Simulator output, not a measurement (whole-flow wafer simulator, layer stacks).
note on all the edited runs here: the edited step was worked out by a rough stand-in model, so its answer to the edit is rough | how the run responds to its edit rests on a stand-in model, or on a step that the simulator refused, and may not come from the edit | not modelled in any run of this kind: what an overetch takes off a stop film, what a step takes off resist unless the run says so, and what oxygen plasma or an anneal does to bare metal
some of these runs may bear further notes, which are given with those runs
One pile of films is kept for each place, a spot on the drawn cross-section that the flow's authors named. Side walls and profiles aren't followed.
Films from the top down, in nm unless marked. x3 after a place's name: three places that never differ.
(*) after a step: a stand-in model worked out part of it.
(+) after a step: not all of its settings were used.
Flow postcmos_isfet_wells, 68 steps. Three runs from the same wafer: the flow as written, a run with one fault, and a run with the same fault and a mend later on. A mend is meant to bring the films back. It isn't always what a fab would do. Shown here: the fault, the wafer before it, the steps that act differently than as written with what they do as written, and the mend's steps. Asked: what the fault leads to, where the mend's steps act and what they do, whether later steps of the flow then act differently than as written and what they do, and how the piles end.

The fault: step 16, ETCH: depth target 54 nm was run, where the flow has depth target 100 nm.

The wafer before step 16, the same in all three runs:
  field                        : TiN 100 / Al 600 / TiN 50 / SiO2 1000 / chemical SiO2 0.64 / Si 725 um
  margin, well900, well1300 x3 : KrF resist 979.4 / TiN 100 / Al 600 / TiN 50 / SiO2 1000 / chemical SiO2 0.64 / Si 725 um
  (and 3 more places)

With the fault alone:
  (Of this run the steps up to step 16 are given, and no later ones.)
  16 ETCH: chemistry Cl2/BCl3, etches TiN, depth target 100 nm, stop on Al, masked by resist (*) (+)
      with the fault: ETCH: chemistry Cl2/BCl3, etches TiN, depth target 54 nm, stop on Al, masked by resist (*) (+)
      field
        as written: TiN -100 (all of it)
        with the fault: TiN -54
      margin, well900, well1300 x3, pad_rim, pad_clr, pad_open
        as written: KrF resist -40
        with the fault: KrF resist -21.6
  After step 16 the piles differ from the flow's by more than 2% or 0.5 nm, whichever is larger, at field.
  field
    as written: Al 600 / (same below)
    with the fault: TiN 46 / Al 600 / (same below)

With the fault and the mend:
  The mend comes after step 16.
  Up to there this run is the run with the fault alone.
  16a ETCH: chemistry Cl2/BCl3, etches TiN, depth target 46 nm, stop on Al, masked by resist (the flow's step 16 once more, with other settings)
      margin, well900, well1300 x3, pad_rim, pad_clr, pad_open
        KrF resist -18.4
      field
        TiN -46 (all of it)
  No later step of the flow acts differently than as written at any place that is followed.
  At the end the piles are the same as the flow's at every place that both follow.
